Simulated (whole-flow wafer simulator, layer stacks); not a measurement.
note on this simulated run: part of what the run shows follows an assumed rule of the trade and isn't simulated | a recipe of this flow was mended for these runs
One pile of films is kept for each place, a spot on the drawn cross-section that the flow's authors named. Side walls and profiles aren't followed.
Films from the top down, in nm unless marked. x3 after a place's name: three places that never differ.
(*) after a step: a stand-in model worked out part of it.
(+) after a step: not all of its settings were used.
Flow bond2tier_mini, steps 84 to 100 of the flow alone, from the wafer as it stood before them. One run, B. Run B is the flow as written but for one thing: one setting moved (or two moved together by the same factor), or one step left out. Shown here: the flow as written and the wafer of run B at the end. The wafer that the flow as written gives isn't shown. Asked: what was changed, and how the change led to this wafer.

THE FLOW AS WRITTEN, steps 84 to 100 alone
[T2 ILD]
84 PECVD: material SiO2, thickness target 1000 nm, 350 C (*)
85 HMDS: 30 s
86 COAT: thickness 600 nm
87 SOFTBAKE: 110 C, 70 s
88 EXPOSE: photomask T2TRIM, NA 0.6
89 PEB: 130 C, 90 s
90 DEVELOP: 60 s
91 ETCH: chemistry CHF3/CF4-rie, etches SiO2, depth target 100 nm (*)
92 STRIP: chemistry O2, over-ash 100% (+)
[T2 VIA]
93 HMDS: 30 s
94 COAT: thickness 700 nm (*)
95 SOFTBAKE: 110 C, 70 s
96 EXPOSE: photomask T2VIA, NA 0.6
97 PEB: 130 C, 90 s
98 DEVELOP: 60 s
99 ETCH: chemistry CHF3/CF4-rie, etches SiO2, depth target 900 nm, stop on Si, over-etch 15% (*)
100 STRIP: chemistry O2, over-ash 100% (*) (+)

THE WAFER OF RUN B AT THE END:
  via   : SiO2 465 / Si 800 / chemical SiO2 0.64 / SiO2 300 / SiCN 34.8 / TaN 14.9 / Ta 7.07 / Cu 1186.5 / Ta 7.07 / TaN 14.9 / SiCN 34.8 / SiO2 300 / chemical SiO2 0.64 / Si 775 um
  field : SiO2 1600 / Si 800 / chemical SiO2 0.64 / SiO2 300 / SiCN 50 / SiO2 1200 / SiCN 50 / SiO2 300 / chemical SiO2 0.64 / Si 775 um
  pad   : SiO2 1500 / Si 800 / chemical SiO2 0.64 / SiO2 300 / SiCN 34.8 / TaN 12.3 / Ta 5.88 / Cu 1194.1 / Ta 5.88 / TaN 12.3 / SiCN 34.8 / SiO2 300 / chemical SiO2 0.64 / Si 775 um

The cause: step 84, PECVD: thickness target 1600 nm was run, where the flow has thickness target 1000 nm.
It can be read off the wafer: field has SiO2 1600, and step 84 as written asks for 1000 nm.

How the change led to this, step by step:
  84 PECVD: material SiO2, thickness target 1000 nm, 350 C (*)
      field, pad, via: SiO2 +1600 (new film) (as written it would be: SiO2 +1000 (new film))
  99 ETCH: chemistry CHF3/CF4-rie, etches SiO2, depth target 900 nm, stop on Si, over-etch 15% (*)
      via: SiO2 -1035 (as written it would be: SiO2 -900 (all of it), Si -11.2)
